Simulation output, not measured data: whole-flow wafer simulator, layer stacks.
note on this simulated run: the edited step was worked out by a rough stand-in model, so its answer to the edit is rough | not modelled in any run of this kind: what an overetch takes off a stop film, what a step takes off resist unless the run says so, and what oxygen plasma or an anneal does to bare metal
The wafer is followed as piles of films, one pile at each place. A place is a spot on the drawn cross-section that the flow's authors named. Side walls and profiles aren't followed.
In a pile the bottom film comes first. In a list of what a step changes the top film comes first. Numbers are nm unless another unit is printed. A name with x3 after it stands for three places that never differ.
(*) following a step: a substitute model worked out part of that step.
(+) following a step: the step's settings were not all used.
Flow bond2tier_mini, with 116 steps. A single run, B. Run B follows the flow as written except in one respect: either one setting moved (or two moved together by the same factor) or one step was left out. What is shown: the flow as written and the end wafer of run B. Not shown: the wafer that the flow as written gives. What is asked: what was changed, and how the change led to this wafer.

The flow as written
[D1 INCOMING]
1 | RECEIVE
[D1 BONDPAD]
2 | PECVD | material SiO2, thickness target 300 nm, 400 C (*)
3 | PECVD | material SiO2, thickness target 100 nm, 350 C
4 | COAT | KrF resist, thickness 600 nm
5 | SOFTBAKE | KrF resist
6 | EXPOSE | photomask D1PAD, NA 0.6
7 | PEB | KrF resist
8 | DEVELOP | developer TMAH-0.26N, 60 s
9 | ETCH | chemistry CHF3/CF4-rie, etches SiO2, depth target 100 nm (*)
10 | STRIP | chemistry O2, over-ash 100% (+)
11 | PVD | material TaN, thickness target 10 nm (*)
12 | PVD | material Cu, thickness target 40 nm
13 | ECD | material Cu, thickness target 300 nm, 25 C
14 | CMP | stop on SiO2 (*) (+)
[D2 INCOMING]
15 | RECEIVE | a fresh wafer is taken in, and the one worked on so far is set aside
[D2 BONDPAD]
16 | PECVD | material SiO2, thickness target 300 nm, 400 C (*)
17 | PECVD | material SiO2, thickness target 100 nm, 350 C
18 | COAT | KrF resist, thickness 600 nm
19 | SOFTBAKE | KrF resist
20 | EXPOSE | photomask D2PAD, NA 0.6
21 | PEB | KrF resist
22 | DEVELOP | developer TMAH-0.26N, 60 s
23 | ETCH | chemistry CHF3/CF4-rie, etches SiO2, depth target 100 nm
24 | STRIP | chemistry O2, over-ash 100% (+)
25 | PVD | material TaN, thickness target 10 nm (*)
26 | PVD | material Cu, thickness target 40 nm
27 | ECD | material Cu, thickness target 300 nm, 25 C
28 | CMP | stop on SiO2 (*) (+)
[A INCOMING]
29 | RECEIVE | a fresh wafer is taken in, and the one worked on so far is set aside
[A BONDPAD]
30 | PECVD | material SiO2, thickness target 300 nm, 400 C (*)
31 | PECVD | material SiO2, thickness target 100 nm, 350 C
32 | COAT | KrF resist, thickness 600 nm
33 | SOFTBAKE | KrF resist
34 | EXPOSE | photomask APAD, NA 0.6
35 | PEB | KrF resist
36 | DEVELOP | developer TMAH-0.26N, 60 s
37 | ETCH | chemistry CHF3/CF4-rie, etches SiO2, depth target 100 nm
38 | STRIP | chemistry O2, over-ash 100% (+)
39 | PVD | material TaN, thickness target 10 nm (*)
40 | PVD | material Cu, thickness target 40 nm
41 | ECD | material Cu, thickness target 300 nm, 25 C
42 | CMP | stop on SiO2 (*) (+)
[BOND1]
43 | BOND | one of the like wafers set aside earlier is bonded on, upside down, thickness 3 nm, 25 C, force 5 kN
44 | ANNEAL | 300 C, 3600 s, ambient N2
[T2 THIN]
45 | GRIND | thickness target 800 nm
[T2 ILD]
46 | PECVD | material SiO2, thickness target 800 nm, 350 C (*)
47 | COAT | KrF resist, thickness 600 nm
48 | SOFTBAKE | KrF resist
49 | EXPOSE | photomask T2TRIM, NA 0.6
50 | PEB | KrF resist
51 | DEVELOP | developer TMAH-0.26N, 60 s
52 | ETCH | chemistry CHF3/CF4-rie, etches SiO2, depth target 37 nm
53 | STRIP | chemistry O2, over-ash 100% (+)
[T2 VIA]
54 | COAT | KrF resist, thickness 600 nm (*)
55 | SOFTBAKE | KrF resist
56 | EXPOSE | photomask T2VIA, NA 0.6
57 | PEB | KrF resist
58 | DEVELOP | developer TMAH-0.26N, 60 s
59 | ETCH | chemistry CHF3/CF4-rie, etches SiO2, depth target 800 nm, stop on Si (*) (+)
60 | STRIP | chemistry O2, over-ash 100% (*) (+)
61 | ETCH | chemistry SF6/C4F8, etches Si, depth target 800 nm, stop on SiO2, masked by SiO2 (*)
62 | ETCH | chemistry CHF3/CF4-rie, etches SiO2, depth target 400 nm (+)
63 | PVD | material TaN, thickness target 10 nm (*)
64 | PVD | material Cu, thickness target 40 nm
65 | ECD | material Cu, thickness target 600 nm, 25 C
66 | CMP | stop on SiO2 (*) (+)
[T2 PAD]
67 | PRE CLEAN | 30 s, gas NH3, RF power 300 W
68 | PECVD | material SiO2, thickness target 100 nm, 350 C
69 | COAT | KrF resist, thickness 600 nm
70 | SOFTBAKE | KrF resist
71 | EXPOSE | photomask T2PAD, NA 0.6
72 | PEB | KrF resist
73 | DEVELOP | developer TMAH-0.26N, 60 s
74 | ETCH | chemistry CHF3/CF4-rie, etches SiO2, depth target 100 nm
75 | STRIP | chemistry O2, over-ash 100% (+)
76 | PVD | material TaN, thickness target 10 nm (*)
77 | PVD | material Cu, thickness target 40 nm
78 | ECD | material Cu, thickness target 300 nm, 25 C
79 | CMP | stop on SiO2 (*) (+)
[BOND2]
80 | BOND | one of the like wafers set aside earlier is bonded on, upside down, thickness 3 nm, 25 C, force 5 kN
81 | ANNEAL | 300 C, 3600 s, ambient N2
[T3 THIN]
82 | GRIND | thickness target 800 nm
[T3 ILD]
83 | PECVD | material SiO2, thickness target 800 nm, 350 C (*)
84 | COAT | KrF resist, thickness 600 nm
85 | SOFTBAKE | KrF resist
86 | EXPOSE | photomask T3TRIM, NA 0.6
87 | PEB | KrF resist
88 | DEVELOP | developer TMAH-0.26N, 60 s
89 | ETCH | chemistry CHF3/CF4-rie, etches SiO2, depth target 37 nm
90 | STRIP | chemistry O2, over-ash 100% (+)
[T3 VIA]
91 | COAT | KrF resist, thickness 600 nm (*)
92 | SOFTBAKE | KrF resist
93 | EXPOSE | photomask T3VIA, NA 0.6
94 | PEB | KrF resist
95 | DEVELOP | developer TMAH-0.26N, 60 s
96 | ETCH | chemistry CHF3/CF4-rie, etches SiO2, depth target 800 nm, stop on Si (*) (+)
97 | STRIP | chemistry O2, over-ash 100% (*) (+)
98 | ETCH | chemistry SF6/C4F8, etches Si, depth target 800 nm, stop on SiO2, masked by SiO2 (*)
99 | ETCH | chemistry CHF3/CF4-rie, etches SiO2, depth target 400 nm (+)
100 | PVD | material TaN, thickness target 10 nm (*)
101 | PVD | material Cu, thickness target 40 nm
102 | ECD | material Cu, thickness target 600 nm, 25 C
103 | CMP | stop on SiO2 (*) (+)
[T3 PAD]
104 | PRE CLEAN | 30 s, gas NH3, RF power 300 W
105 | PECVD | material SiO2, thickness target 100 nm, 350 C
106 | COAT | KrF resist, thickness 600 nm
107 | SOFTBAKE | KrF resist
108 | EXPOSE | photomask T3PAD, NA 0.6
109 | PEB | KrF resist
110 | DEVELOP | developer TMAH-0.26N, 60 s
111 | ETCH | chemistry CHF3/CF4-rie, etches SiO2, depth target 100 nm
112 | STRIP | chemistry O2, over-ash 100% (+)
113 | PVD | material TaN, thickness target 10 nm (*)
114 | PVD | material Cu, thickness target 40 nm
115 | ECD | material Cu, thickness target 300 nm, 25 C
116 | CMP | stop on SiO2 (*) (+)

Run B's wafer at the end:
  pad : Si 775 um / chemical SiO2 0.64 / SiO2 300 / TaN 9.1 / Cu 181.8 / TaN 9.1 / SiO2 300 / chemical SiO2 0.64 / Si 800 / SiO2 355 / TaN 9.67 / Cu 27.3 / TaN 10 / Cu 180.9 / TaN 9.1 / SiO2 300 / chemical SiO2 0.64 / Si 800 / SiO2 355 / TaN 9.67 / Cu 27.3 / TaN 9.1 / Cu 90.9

Cause: step 76, PVD: thickness target 11 nm was run, whereas the flow has thickness target 10 nm.

How this came from the change, step by step:
  76 | PVD | material TaN, thickness target 10 nm (*)
      field: TaN gains 11 (new film) (in the flow as written it would be: TaN gains 10 (new film))
      pad: TaN gains 10 (new film) (in the flow as written it would be: TaN gains 9.1 (new film))
  79 | CMP | stop on SiO2 (*) (+)
      field: Cu loses 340 (all of it), TaN loses 11 (all of it) (in the flow as written it would be: Cu loses 340 (all of it), TaN loses 10 (all of it))
